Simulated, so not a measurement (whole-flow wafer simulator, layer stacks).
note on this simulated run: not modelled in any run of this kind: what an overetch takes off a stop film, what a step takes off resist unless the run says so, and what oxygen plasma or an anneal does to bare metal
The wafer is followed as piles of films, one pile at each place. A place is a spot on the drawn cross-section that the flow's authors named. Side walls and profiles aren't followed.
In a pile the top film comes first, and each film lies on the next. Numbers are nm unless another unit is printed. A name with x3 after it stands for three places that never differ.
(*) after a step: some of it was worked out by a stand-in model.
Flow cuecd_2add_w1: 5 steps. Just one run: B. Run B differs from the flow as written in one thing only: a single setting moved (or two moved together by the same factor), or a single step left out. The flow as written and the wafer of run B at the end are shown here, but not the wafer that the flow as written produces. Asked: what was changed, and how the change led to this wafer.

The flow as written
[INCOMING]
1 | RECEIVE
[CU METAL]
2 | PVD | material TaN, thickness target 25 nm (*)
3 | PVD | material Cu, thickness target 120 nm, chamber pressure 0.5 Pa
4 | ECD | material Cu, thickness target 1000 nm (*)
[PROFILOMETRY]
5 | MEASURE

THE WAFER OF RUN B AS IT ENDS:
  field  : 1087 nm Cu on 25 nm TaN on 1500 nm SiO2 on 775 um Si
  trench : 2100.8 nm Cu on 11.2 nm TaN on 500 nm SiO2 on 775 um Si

The reason: step 3, PVD: thickness target 87 nm was run, whereas the flow has thickness target 120 nm.

The path from the change to this, step by step:
  3 | PVD | material Cu, thickness target 120 nm, chamber pressure 0.5 Pa
      field: Cu gains 87 (new film) (as written it would have been: Cu gains 120 (new film))
      trench: Cu gains 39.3 (new film) (as written it would have been: Cu gains 53.6 (new film))
